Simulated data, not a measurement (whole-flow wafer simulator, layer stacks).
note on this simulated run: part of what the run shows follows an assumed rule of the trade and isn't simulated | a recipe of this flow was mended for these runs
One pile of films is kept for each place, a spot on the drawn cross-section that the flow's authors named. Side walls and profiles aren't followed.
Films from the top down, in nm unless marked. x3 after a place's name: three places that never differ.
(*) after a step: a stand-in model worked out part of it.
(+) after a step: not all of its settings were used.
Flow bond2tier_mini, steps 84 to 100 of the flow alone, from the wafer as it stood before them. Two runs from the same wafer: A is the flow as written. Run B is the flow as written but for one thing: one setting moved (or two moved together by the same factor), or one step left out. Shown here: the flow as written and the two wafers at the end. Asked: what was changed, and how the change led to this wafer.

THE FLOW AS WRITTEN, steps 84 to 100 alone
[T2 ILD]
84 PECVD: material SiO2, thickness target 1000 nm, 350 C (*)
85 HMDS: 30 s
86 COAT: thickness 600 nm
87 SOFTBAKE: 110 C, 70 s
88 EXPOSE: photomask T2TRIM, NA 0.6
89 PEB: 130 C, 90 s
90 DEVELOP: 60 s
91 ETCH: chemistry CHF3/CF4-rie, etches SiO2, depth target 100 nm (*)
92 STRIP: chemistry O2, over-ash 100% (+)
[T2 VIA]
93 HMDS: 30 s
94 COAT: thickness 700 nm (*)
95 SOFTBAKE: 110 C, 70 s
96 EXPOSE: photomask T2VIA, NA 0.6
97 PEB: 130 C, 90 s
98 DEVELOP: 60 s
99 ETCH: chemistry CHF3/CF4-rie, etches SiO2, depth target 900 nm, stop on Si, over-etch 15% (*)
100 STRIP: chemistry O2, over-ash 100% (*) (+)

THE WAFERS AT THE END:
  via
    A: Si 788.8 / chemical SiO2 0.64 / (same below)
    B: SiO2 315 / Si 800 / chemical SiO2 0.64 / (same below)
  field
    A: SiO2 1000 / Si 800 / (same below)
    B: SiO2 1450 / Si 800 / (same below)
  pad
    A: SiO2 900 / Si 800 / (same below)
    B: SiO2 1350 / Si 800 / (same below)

The cause: step 84, PECVD: thickness target 1450 nm was run, where the flow has thickness target 1000 nm.
It can be read off the wafer: field has SiO2 1450, and step 84 as written asks for 1000 nm.

How the change led to this, step by step:
  84 PECVD: material SiO2, thickness target 1000 nm, 350 C (*)
      field, pad, via: A SiO2 +1000 (new film) | B SiO2 +1450 (new film)
  99 ETCH: chemistry CHF3/CF4-rie, etches SiO2, depth target 900 nm, stop on Si, over-etch 15% (*)
      via: A SiO2 -900 (all of it), Si -11.2 | B SiO2 -1035
